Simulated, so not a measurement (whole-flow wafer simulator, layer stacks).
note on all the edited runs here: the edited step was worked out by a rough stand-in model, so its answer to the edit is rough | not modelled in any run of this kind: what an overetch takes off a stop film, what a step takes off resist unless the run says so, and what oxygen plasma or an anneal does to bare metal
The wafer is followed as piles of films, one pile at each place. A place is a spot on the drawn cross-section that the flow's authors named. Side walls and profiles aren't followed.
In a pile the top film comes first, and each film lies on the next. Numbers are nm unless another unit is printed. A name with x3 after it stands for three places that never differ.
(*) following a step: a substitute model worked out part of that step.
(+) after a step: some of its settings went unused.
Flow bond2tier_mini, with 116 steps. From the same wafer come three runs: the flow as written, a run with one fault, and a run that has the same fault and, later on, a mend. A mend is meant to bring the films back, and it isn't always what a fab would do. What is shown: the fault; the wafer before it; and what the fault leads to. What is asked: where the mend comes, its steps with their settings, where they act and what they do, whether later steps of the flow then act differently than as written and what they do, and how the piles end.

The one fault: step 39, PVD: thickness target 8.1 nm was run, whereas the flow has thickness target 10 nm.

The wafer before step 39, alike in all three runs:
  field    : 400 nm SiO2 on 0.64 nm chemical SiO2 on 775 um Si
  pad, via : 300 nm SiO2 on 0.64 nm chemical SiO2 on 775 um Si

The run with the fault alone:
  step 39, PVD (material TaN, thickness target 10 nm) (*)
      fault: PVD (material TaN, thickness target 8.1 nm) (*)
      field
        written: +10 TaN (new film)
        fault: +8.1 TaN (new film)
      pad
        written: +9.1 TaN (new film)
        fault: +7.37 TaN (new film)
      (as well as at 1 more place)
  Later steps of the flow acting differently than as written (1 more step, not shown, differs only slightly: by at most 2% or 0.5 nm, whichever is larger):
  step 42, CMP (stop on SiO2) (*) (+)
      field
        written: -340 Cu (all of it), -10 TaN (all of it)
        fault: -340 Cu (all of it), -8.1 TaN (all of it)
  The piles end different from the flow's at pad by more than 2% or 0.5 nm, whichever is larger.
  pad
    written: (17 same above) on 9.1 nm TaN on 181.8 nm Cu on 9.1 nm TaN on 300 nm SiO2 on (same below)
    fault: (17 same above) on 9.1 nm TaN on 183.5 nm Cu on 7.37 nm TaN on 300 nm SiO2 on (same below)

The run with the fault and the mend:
  The mend follows step 39.
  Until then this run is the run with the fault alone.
  step 39a, PVD (material TaN, thickness target 1.9 nm) (*) (a further turn of the flow's step 39, with different settings)
      field
        +1.9 TaN
      pad
        +1.73 TaN
      via
        +1.89 TaN
  Every later step of the flow that is run acts as written at every place that is followed.
  At every place that both follow, the piles at the end match the flow's.
